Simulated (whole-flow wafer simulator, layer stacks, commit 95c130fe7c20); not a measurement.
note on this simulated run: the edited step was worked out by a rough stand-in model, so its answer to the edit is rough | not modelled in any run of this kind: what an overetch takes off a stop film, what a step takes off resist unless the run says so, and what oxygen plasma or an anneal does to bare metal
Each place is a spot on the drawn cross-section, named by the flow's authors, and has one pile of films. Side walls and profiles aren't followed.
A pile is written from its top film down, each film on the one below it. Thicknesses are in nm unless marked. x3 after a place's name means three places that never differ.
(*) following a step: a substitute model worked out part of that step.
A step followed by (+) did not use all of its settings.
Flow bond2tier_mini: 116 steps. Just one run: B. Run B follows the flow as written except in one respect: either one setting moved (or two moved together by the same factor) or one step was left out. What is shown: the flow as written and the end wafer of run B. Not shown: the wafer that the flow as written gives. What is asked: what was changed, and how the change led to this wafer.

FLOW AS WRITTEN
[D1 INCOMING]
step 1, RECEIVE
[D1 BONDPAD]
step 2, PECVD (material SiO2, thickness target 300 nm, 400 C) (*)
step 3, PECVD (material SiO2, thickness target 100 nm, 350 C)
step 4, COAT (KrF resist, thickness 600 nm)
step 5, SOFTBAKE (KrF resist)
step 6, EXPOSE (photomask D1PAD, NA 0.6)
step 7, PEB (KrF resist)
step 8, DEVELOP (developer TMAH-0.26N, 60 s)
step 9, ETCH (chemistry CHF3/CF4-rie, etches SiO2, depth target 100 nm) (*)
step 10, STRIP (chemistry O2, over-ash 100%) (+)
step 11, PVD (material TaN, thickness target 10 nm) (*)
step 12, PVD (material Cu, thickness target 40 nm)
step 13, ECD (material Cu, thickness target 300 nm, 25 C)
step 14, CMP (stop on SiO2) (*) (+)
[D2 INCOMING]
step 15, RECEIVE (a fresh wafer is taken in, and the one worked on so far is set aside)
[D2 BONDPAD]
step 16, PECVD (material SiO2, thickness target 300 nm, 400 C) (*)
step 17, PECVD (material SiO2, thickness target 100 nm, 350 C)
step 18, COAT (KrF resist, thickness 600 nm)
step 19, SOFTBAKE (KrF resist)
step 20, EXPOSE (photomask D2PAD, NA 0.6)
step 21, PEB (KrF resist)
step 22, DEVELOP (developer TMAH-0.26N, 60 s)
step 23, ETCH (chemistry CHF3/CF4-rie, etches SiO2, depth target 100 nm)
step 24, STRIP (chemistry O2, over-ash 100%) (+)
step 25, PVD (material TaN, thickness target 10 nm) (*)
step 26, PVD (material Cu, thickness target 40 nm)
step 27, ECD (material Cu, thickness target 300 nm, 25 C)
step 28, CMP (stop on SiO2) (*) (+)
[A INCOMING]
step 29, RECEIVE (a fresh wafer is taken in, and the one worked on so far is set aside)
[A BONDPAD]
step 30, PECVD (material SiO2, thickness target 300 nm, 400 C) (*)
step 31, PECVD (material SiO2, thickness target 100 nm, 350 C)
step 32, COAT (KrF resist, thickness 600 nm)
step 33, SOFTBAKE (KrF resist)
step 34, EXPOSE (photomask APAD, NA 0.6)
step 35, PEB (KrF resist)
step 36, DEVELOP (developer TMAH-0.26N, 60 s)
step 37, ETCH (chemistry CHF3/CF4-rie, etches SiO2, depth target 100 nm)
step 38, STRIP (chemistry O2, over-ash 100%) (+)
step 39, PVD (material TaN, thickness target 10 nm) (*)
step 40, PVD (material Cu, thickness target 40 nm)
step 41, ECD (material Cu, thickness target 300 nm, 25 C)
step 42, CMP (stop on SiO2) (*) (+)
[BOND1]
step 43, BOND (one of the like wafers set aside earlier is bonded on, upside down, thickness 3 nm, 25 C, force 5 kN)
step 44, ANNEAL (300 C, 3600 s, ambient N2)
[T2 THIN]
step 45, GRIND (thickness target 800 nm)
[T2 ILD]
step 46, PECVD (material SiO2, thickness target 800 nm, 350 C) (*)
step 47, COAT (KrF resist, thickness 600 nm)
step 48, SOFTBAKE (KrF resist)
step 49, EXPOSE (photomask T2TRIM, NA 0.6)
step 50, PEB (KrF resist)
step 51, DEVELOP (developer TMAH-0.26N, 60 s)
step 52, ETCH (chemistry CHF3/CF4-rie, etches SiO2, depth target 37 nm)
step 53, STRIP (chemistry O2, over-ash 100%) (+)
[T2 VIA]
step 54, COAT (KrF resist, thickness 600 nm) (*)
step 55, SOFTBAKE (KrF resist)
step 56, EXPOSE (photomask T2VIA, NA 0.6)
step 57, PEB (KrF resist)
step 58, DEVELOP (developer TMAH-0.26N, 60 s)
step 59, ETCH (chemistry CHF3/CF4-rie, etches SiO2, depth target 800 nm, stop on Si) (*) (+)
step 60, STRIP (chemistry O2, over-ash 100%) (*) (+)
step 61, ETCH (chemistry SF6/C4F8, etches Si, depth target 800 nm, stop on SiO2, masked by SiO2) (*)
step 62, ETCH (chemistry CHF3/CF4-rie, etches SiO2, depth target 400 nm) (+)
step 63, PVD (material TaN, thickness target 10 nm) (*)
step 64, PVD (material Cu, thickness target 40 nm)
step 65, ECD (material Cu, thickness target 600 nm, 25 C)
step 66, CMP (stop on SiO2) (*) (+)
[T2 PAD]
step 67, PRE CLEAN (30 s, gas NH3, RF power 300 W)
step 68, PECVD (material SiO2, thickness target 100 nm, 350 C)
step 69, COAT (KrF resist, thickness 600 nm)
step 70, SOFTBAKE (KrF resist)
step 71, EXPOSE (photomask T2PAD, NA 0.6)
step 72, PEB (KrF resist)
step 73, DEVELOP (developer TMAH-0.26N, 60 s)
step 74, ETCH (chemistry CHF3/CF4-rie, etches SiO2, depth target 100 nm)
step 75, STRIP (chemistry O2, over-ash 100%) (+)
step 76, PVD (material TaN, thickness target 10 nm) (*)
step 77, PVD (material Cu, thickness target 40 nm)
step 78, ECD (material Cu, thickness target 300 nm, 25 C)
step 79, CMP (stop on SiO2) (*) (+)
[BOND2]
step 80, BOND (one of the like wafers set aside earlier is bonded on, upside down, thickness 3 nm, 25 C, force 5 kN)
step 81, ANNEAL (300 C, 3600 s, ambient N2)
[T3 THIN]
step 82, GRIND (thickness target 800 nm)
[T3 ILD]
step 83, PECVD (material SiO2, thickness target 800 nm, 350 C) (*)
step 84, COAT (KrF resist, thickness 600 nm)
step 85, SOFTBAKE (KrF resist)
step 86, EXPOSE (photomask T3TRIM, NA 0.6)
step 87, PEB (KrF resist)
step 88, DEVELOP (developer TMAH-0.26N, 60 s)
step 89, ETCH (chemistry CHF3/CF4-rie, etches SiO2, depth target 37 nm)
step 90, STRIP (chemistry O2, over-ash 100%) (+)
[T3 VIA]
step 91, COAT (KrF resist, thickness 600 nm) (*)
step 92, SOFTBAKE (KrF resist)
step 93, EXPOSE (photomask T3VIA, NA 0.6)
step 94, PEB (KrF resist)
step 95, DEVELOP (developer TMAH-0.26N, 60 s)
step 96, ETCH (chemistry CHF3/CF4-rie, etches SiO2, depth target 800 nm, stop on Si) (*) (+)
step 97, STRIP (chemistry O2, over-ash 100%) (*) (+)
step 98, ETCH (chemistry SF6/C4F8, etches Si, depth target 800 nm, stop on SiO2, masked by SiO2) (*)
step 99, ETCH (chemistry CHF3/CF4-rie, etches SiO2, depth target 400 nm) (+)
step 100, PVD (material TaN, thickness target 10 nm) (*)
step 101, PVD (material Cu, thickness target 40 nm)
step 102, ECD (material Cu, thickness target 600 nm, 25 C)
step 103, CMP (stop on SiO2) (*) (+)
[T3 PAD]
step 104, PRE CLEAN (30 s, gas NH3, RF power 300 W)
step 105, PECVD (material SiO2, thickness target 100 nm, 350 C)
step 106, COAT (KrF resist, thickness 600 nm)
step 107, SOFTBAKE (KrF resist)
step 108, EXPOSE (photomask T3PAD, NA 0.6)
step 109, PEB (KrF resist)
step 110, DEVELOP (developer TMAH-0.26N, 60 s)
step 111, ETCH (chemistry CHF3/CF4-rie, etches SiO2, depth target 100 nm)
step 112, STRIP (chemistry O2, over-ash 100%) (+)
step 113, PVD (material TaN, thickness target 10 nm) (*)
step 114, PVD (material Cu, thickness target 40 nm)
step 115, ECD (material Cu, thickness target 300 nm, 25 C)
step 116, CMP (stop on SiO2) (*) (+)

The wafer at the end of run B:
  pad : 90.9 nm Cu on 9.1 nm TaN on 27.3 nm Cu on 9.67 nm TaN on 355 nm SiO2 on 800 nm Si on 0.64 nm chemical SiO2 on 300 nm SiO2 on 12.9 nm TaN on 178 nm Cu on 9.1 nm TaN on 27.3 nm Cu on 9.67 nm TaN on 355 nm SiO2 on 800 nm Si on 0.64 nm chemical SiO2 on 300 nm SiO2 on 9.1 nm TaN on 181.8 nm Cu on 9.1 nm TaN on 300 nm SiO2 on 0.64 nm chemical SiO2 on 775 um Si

What caused this: step 25, PVD: thickness target 14.2 nm was run, whereas the flow has thickness target 10 nm.

Step by step, how the change led to this:
  step 25, PVD (material TaN, thickness target 10 nm) (*)
      field: TaN gains 14.2 (new film) (as written it would have been: TaN gains 10 (new film))
      pad: TaN gains 12.9 (new film) (as written it would have been: TaN gains 9.1 (new film))
      (as well as at 1 more place)
  step 28, CMP (stop on SiO2) (*) (+)
      field: Cu loses 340 (all of it), TaN loses 14.2 (all of it) (as written it would have been: Cu loses 340 (all of it), TaN loses 10 (all of it))
  step 80, BOND (one of the like wafers set aside earlier is bonded on, upside down, thickness 3 nm, 25 C, force 5 kN)
      pad: Si gains 775 um (new film), chemical SiO2 gains 0.64 (new film), SiO2 gains 300 (new film), TaN gains 12.9 (new film), Cu gains 87.1 (as written it would have been: Si gains 775 um (new film), chemical SiO2 gains 0.64 (new film), SiO2 gains 300 (new film), TaN gains 9.1 (new film), Cu gains 90.9)
